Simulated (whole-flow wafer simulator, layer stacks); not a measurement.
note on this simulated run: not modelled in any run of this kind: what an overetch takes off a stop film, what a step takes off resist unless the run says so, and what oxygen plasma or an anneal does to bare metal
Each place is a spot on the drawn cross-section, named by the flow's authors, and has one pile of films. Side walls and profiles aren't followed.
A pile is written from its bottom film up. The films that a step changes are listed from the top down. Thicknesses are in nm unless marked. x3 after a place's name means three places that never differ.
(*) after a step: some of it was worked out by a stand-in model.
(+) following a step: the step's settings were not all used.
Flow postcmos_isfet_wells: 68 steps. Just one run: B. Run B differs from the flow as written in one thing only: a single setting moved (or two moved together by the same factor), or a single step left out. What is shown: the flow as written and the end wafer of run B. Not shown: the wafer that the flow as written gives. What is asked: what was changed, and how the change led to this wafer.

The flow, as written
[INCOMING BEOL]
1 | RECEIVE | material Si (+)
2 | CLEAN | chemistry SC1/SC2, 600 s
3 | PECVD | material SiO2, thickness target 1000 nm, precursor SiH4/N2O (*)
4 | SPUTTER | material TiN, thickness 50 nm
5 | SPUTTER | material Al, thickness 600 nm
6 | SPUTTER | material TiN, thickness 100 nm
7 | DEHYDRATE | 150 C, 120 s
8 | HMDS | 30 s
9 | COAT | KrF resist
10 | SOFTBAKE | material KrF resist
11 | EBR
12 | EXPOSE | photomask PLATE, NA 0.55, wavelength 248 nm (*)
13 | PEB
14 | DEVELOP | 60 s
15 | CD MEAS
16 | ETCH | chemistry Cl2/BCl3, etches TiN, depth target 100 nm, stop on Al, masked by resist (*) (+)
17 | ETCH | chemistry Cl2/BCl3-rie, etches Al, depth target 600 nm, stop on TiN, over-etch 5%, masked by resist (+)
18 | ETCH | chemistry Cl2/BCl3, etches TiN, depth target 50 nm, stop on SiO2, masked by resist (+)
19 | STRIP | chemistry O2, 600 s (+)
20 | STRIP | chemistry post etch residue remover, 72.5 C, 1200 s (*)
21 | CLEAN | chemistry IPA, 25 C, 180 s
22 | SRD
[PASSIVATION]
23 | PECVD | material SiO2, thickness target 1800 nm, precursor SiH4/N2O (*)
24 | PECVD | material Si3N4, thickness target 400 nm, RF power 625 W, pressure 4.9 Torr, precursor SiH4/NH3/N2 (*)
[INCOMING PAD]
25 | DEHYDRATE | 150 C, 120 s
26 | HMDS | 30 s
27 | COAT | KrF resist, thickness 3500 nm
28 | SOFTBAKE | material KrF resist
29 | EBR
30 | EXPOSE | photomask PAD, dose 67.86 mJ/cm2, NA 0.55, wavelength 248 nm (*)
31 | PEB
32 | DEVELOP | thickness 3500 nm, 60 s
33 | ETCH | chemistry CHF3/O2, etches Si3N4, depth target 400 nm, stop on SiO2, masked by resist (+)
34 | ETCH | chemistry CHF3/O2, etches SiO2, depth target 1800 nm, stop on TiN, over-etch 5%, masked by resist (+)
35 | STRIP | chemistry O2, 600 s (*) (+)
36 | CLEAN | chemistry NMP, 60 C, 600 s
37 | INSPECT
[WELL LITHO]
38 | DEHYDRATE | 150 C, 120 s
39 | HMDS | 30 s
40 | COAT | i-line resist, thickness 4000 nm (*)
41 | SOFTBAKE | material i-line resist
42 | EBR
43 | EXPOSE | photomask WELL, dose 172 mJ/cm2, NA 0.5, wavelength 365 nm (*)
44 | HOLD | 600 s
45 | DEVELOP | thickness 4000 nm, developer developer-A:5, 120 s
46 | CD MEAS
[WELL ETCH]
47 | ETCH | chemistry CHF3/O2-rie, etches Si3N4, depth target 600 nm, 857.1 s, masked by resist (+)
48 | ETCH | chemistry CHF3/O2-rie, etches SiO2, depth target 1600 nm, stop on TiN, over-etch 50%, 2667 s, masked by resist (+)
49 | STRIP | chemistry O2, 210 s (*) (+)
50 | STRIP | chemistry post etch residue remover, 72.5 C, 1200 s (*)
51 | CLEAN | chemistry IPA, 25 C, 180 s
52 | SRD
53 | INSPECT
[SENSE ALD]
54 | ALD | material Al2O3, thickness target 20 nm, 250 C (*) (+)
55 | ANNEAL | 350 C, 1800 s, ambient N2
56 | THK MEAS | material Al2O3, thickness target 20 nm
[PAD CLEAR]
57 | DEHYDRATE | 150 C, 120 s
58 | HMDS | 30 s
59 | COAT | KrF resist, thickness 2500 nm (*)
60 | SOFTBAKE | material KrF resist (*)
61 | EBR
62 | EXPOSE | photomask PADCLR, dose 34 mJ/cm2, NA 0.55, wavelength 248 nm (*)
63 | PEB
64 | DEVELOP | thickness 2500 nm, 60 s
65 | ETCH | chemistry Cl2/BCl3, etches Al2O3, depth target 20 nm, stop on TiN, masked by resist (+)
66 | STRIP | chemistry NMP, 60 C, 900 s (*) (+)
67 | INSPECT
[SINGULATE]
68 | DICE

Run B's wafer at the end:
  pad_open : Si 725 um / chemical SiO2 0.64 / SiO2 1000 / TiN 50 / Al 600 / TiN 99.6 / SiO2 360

Cause: step 34, ETCH: depth target 1440 nm was run, whereas the flow has depth target 1800 nm.

The path from the change to this, step by step:
  34 | ETCH | chemistry CHF3/O2, etches SiO2, depth target 1800 nm, stop on TiN, over-etch 5%, masked by resist (+)
      pad_open: SiO2 loses 1440 (as written it would have been: SiO2 loses 1800 (all of it))
      field, margin, well900, well1300 x3, pad_rim, pad_clr: KrF resist loses 1200 (as written it would have been: KrF resist loses 1500)
  35 | STRIP | chemistry O2, 600 s (*) (+)
      field, margin, well900, well1300 x3, pad_rim, pad_clr: KrF resist loses 1938.4 (all of it) (as written it would have been: KrF resist loses 1638.4 (all of it))
  40 | COAT | i-line resist, thickness 4000 nm (*)
      pad_clr: i-line resist gains 3370.3 (new film) (as written it would have been: i-line resist gains 3256.8 (new film))
      pad_open: i-line resist gains 4675 (new film) (as written it would have been: i-line resist gains 4804.7 (new film))
  41 | SOFTBAKE | material i-line resist
      pad_clr: i-line resist loses 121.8 (as written it would have been: i-line resist loses 156.7)
      pad_open: i-line resist gains 99.1 (as written it would have been: i-line resist gains 115.3)
  49 | STRIP | chemistry O2, 210 s (*) (+)
      pad_clr: i-line resist loses 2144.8 (all of it) (as written it would have been: i-line resist loses 1996.5 (all of it))
      pad_open: i-line resist loses 3670.4 (all of it) (as written it would have been: i-line resist loses 3816.3 (all of it))
  59 | COAT | KrF resist, thickness 2500 nm (*)
      pad_rim: KrF resist gains 2058.5 (new film) (as written it would have been: KrF resist gains 1976.4 (new film))
      pad_clr: KrF resist gains 1813.2 (new film) (as written it would have been: KrF resist gains 1691.6 (new film))
      (as well as at 1 more place)
  60 | SOFTBAKE | material KrF resist (*)
      pad_clr: KrF resist loses 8 (as written it would have been: KrF resist loses 9.57)
  64 | DEVELOP | thickness 2500 nm, 60 s
      pad_clr: KrF resist loses 1805.2 (all of it) (as written it would have been: KrF resist loses 1682 (all of it))
      pad_open: KrF resist loses 2976.4 (all of it) (as written it would have been: KrF resist loses 3067.2 (all of it))
  66 | STRIP | chemistry NMP, 60 C, 900 s (*) (+)
      pad_rim: KrF resist loses 2019.4 (all of it) (as written it would have been: KrF resist loses 1937.7 (all of it))
